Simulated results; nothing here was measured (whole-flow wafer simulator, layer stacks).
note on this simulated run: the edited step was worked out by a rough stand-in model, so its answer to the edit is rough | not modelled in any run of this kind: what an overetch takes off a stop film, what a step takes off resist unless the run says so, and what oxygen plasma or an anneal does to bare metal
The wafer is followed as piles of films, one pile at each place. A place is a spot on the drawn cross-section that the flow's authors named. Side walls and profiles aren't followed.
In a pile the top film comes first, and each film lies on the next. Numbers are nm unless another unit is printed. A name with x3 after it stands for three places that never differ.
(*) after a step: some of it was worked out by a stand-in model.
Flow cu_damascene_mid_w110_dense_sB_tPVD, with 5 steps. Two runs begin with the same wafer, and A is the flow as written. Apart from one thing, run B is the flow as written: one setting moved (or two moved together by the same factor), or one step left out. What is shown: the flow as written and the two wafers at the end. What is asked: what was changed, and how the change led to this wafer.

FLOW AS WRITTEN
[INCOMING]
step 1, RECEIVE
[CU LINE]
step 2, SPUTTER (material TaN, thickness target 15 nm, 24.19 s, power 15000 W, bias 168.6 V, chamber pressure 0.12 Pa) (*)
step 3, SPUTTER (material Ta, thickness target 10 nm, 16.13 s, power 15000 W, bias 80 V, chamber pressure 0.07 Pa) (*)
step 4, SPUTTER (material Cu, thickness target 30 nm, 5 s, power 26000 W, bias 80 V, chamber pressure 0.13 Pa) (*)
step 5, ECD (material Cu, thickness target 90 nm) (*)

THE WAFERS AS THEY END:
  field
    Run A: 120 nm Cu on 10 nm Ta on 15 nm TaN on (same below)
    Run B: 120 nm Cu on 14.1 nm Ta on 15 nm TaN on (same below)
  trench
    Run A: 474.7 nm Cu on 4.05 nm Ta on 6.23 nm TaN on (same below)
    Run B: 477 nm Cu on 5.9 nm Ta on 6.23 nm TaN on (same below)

Cause: step 3, SPUTTER: 19.15 s was run, though the flow has 16.13 s; step 3, SPUTTER: power 17810 W was run, where the flow has power 15000 W.

How this came from the change, step by step:
  step 3, SPUTTER (material Ta, thickness target 10 nm, 16.13 s, power 15000 W, bias 80 V, chamber pressure 0.07 Pa) (*)
      field: A Ta gains 10 (new film) | B Ta gains 14.1 (new film)
      trench: A Ta gains 4.05 (new film) | B Ta gains 5.9 (new film)
